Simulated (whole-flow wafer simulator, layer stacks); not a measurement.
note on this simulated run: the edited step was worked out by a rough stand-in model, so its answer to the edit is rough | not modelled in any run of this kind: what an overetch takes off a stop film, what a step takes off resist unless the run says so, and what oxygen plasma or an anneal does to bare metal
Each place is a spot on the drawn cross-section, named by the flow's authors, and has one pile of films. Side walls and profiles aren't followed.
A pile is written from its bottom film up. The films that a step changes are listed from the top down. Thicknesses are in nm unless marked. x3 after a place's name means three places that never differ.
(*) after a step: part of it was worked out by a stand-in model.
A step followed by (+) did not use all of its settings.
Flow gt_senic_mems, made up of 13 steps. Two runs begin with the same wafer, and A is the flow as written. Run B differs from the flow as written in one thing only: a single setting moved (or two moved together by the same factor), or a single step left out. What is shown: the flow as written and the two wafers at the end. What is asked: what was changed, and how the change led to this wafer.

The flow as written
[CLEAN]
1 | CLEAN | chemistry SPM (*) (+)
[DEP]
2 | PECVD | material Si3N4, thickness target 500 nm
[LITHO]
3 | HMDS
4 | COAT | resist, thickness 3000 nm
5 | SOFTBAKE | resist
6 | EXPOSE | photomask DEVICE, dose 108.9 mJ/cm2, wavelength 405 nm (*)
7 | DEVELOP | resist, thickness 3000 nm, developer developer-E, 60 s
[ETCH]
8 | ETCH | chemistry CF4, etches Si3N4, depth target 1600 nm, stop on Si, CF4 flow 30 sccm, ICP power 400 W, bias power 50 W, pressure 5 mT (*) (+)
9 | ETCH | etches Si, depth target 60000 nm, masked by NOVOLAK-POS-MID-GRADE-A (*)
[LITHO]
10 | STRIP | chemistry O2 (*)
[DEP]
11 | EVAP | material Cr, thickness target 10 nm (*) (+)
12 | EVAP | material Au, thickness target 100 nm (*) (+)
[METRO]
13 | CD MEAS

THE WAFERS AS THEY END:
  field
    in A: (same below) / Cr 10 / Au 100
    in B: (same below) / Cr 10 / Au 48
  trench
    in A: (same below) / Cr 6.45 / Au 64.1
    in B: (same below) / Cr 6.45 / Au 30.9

What caused this: step 12, EVAP: thickness target 48 nm was run, though the flow has thickness target 100 nm.
One can read it off the wafer: field has Au 48, and step 12 as written asks for 100 nm.

The path from the change to this, step by step:
  12 | EVAP | material Au, thickness target 100 nm (*) (+)
      field: A Au gains 100 (new film) | B Au gains 48 (new film)
      trench: A Au gains 64.1 (new film) | B Au gains 30.9 (new film)
